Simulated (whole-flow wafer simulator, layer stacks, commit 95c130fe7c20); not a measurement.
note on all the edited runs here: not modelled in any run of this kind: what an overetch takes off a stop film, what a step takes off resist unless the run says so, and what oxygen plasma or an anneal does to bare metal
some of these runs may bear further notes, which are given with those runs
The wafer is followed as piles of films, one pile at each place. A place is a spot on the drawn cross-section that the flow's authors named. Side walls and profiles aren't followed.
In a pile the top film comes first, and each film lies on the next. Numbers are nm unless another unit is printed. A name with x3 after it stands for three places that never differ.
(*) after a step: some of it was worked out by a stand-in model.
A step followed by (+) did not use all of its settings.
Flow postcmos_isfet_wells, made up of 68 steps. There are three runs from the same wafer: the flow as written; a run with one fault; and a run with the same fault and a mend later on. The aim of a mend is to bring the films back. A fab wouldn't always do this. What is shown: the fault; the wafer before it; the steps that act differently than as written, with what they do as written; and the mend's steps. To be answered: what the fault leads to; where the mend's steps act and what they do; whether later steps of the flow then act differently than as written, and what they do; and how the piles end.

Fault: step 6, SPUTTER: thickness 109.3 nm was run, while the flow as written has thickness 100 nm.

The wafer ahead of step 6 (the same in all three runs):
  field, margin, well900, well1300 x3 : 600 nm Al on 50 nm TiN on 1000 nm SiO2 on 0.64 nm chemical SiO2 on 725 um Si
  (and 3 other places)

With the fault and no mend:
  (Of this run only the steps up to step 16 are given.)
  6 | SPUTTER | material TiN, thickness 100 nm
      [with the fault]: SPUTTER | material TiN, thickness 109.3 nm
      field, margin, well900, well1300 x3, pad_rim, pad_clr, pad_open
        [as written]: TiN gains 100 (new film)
        [with the fault]: TiN gains 109.3 (new film)
  Steps further on in the flow that do not act as written:
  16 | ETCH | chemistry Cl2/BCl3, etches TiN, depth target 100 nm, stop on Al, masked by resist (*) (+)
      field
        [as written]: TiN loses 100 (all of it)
        [with the fault]: TiN loses 100
  After step 16, at field, margin, well900, well1300 x3, pad_rim, pad_clr, pad_open, the piles differ from the flow's by more than 2% or 0.5 nm, whichever is larger.
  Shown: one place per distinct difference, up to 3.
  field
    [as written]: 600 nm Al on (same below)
    [with the fault]: 9.3 nm TiN on 600 nm Al on (same below)
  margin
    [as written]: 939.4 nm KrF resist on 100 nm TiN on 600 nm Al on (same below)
    [with the fault]: 939.4 nm KrF resist on 109.3 nm TiN on 600 nm Al on (same below)

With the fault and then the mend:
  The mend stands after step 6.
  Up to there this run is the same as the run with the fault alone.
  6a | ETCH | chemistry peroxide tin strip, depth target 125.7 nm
      field, margin, well900, well1300 x3, pad_rim, pad_clr, pad_open
        TiN loses 109.3 (all of it)
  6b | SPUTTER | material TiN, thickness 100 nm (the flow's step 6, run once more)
      field, margin, well900, well1300 x3, pad_rim, pad_clr, pad_open
        TiN gains 100 (new film)
  Every later step of the flow that is run acts as written at every place that is followed.
  By the end, the piles equal the flow's at every place that both follow.
